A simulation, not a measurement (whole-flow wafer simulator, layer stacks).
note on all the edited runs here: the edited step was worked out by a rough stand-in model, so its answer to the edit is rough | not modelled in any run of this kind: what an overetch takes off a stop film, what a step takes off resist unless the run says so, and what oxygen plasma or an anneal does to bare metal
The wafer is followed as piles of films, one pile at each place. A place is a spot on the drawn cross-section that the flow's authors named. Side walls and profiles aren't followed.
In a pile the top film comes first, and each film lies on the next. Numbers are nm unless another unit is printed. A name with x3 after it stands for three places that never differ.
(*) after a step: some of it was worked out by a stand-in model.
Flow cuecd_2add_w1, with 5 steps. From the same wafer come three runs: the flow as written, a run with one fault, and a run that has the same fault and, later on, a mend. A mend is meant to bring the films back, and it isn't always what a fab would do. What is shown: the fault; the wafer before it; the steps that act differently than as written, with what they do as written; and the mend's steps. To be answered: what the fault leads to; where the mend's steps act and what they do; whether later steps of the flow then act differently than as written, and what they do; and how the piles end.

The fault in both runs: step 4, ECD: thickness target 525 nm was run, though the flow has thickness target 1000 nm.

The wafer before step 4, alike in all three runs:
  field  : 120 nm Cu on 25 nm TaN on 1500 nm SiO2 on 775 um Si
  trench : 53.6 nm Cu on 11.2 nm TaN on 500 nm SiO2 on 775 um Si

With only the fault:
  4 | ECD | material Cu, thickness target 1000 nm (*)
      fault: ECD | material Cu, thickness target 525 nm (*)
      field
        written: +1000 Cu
        fault: +525 Cu
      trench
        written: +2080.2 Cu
        fault: +1605.2 Cu
  None of the later steps of the flow acts differently than as written at any place that is followed.
  At field, trench, the piles at the end differ from the flow's by more than 2% or 0.5 nm, whichever is larger.
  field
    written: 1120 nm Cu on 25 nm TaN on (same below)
    fault: 645 nm Cu on 25 nm TaN on (same below)
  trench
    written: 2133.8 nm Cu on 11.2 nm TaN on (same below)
    fault: 1658.8 nm Cu on 11.2 nm TaN on (same below)

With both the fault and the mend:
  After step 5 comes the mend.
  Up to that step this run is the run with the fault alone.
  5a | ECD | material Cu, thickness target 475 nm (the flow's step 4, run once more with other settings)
      field, trench
        +475 Cu
  None of the later steps of the flow acts differently than as written at any place that is followed.
  At every place that both follow, the piles at the end match the flow's.
